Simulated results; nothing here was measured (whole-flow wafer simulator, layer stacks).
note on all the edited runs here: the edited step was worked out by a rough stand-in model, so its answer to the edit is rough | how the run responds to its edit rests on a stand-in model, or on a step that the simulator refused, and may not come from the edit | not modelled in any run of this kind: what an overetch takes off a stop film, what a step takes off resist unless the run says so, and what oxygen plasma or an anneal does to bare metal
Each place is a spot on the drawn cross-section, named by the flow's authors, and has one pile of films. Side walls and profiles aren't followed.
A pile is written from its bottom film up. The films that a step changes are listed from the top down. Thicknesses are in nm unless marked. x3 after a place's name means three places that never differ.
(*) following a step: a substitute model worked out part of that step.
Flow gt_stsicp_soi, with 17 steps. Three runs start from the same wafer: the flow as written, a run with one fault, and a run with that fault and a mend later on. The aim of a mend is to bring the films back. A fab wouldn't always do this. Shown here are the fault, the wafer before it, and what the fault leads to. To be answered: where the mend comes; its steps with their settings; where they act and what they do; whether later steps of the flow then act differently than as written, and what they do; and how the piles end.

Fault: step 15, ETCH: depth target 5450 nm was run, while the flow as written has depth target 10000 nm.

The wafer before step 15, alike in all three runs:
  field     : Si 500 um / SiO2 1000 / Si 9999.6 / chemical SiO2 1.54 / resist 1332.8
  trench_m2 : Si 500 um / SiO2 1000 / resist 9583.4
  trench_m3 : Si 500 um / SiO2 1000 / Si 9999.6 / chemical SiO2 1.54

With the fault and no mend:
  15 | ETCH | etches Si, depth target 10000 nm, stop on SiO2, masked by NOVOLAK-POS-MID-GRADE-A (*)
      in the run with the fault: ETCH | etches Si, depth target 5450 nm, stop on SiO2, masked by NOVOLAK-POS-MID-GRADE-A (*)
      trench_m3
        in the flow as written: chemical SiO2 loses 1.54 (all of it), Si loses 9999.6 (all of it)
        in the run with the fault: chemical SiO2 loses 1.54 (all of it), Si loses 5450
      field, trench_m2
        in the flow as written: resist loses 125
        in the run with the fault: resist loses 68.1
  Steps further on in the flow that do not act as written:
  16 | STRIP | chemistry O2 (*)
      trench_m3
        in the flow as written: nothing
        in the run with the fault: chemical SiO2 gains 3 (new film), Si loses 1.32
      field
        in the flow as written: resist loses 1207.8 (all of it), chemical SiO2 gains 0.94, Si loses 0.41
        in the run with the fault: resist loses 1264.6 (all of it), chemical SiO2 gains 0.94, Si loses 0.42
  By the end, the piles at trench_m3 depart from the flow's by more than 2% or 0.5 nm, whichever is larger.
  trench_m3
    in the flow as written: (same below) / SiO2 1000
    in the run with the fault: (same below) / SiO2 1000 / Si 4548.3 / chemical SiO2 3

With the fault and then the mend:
  The mend follows step 15.
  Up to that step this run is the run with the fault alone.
  15a | ETCH | etches Si, depth target 4550 nm, stop on SiO2, masked by NOVOLAK-POS-MID-GRADE-A (*) (a further turn of the flow's step 15, with different settings)
      field, trench_m2
        resist loses 56.9
      trench_m3
        Si loses 4549.6 (all of it)
  Every later step of the flow that is run acts as written at every place that is followed.
  By the end, the piles equal the flow's at every place that both follow.
